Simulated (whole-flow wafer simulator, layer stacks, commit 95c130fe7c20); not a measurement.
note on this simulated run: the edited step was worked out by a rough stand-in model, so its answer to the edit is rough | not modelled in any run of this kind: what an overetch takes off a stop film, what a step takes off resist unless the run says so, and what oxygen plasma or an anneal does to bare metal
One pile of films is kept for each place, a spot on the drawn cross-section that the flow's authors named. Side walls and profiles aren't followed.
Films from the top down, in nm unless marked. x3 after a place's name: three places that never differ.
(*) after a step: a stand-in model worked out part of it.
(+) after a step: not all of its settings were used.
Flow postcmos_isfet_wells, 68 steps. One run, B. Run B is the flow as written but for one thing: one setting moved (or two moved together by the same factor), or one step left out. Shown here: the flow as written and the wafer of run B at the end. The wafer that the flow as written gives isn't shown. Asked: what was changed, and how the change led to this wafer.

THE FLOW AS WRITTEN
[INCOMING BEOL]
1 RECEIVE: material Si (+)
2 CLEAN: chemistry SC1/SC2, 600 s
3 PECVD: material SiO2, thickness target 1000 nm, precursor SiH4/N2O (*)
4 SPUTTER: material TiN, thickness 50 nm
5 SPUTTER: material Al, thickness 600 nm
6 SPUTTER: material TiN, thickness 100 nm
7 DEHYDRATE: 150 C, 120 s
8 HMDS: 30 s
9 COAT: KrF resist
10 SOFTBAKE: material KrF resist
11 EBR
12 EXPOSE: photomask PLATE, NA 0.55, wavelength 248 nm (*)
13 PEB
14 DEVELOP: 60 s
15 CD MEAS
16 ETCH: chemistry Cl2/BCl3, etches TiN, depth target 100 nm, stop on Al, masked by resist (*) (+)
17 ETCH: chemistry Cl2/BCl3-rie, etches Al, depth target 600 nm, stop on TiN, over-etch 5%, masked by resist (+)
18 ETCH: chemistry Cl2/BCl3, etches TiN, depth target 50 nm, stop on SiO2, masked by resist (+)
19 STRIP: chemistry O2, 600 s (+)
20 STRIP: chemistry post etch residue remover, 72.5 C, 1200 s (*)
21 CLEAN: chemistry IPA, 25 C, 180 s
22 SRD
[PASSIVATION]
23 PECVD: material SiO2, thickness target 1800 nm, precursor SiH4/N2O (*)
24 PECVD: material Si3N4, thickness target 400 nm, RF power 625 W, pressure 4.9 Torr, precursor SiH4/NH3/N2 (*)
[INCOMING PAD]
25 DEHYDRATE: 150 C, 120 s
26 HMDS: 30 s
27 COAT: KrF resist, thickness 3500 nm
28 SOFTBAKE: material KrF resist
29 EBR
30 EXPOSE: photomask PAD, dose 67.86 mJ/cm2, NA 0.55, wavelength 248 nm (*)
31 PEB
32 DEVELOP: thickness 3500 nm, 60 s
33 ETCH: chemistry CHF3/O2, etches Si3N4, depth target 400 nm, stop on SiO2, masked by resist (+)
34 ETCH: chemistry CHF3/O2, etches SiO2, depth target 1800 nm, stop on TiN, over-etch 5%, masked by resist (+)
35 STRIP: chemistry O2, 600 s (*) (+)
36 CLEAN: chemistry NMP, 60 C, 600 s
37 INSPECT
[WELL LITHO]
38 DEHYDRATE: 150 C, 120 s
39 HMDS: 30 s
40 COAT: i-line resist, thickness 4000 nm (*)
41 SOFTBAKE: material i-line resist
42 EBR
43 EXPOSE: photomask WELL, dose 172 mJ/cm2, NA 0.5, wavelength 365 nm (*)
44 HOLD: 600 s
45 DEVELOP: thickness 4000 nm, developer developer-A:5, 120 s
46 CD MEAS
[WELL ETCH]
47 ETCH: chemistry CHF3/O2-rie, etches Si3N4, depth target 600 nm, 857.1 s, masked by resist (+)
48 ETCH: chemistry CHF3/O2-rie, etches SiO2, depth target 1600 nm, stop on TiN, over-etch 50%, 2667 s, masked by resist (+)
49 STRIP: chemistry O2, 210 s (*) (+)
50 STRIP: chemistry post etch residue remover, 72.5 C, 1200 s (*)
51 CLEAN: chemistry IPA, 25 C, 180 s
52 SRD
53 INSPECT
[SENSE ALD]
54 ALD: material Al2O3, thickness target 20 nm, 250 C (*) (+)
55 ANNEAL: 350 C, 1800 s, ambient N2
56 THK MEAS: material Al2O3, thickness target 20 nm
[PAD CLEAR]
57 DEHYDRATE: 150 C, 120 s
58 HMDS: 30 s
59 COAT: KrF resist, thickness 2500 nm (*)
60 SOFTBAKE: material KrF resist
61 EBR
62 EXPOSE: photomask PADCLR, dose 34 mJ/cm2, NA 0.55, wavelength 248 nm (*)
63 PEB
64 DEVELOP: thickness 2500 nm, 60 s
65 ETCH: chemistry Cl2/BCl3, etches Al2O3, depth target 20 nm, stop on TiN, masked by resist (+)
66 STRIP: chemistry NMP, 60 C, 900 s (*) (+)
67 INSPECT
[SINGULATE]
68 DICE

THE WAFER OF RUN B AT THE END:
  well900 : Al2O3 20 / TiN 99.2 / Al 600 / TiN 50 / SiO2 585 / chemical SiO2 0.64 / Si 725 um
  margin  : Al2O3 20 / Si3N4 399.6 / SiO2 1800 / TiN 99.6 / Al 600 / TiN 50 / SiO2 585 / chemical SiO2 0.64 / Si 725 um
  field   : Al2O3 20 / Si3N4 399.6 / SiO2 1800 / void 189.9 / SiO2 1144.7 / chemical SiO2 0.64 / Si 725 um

The cause: step 3, PECVD: thickness target 585 nm was run, where the flow has thickness target 1000 nm.
It can be read off the wafer: well900 has SiO2 585, and step 3 as written asks for 1000 nm.

How the change led to this, step by step:
  3 PECVD: material SiO2, thickness target 1000 nm, precursor SiH4/N2O (*)
      field, margin, well900, well1300 x3, pad_rim, pad_clr, pad_open: SiO2 +585 (new film) (as written it would be: SiO2 +1000 (new film))
